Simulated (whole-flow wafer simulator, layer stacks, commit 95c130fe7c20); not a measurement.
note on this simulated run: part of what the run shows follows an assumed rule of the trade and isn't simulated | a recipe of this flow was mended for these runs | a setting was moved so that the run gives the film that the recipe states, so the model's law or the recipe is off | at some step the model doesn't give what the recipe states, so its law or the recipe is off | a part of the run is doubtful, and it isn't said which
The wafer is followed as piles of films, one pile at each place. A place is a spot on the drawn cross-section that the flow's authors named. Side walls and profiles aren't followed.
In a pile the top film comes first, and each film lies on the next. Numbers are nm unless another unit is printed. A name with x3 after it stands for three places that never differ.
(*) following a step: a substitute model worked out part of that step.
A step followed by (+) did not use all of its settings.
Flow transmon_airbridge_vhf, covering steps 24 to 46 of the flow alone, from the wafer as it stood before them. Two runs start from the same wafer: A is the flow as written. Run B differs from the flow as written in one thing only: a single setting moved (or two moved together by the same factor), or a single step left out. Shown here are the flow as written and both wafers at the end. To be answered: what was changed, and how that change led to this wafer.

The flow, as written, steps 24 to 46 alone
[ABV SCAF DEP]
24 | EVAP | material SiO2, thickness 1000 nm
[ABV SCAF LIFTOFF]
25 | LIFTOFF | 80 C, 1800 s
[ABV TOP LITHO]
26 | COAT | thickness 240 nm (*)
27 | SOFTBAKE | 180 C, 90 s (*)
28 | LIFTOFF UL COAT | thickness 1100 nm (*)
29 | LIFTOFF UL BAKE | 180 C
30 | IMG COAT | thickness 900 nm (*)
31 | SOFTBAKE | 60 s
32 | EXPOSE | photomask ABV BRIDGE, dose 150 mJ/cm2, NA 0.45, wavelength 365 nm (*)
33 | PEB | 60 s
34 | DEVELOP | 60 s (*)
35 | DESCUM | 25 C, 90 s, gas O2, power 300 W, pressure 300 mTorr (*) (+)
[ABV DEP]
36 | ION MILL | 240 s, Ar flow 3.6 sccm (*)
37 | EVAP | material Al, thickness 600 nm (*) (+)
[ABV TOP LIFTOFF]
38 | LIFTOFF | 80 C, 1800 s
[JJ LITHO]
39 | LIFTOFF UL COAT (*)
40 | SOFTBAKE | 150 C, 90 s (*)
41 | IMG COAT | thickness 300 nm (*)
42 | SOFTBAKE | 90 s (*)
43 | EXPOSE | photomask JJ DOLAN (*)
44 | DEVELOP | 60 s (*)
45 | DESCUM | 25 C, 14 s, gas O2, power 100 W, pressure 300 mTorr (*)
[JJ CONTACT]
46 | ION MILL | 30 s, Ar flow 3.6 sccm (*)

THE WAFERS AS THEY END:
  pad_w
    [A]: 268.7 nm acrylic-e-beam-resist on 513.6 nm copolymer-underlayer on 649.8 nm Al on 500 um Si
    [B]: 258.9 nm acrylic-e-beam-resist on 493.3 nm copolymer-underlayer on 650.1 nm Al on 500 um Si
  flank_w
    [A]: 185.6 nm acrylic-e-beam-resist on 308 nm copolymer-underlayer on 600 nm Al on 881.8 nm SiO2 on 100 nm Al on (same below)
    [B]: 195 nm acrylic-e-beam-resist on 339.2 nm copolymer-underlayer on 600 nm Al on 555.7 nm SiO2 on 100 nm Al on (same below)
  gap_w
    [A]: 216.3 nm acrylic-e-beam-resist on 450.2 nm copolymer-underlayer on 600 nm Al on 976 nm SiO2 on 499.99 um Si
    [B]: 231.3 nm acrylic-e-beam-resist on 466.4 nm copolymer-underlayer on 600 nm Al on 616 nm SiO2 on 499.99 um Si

What caused this: step 24, EVAP: thickness 640 nm was run, though the flow has thickness 1000 nm.

Step by step, how the change led to this:
  24 | EVAP | material SiO2, thickness 1000 nm
      field x3, jj_line, ground_far and 10 more: A +1000 SiO2 (new film) | B +640 SiO2 (new film)
      flank_w, flank_e: A +905.8 SiO2 (new film) | B +579.7 SiO2 (new film)
  25 | LIFTOFF | 80 C, 1800 s
      field x3, jj_line, trace_open_s x2: A -1000 SiO2 (all of it), -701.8 i-line-resist (all of it), -1100 lift-off-underlayer (all of it), -240 acrylic-e-beam-resist (all of it) | B -640 SiO2 (all of it), -701.8 i-line-resist (all of it), -1100 lift-off-underlayer (all of it), -240 acrylic-e-beam-resist (all of it)
      pad_w, pad_e: A -1000 SiO2 (all of it), -696.3 i-line-resist (all of it), -1089.9 lift-off-underlayer (all of it), -239.3 acrylic-e-beam-resist (all of it) | B -640 SiO2 (all of it), -696.3 i-line-resist (all of it), -1089.9 lift-off-underlayer (all of it), -239.3 acrylic-e-beam-resist (all of it)
      (and at 1 other place as well)
  26 | COAT | thickness 240 nm (*)
      flank_w, flank_e: A +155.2 acrylic-e-beam-resist (new film) | B +166.6 acrylic-e-beam-resist (new film)
      gap_w, gap_e: A +211.2 acrylic-e-beam-resist (new film) | B +226.8 acrylic-e-beam-resist (new film)
      (and at 6 other places as well)
  28 | LIFTOFF UL COAT | thickness 1100 nm (*)
      gap_w, gap_e: A +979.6 lift-off-underlayer (new film) | B +1030.7 lift-off-underlayer (new film)
      margin_s, margin_n: A +823.4 lift-off-underlayer (new film) | B +913 lift-off-underlayer (new film)
      (and at 6 other places as well)
  30 | IMG COAT | thickness 900 nm (*)
      gap_w, gap_e: A +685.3 i-line-resist (new film) | B +773 i-line-resist (new film)
      margin_s, margin_n: A +603.2 i-line-resist (new film) | B +716.5 i-line-resist (new film)
      (and at 7 other places as well)
  33 | PEB | 60 s
      flank_w, flank_e: A -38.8 i-line-resist | B -42.2 i-line-resist
      gap_w, gap_e: A -35 i-line-resist | B -39.7 i-line-resist
      (and at 7 other places as well)
  34 | DEVELOP | 60 s (*)
      gap_w, gap_e: A -650.2 i-line-resist (all of it), -979.6 lift-off-underlayer (all of it) | B -733.3 i-line-resist (all of it), -1030.7 lift-off-underlayer (all of it)
      pad_w: A -937.3 i-line-resist (all of it), -1246.2 lift-off-underlayer (all of it) | B -905.7 i-line-resist (all of it), -1189.5 lift-off-underlayer (all of it)
      (and at 5 other places as well)
  35 | DESCUM | 25 C, 90 s, gas O2, power 300 W, pressure 300 mTorr (*) (+)
      field x3, jj_line, ground_far, trace_open_s x2, margin_s, margin_n: A -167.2 i-line-resist | B -159.3 i-line-resist
      flank_w, flank_e: A -155.2 acrylic-e-beam-resist (all of it) | B -166.6 acrylic-e-beam-resist (all of it)
      (and at 6 other places as well)
  38 | LIFTOFF | 80 C, 1800 s
      margin_s, margin_n: A -600 Al (all of it), -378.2 i-line-resist (all of it), -823.4 lift-off-underlayer (all of it), -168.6 acrylic-e-beam-resist (all of it) | B -600 Al (all of it), -493.5 i-line-resist (all of it), -913 lift-off-underlayer (all of it), -189.3 acrylic-e-beam-resist (all of it)
      ground_far: A -600 Al (all of it), -776.6 i-line-resist (all of it), -1134.8 lift-off-underlayer (all of it), -250.1 acrylic-e-beam-resist (all of it) | B -600 Al (all of it), -739.7 i-line-resist (all of it), -1124.6 lift-off-underlayer (all of it), -247.2 acrylic-e-beam-resist (all of it)
  39 | LIFTOFF UL COAT (*)
      pad_w, pad_e: A +513.6 copolymer-underlayer (new film) | B +493.3 copolymer-underlayer (new film)
      flank_w, flank_e: A +308 copolymer-underlayer (new film) | B +339.2 copolymer-underlayer (new film)
      (and at 6 other places as well)
  41 | IMG COAT | thickness 300 nm (*)
      pad_w, pad_e: A +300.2 acrylic-e-beam-resist (new film) | B +290.4 acrylic-e-beam-resist (new film)
      flank_w, flank_e: A +217.1 acrylic-e-beam-resist (new film) | B +226.5 acrylic-e-beam-resist (new film)
      (and at 6 other places as well)
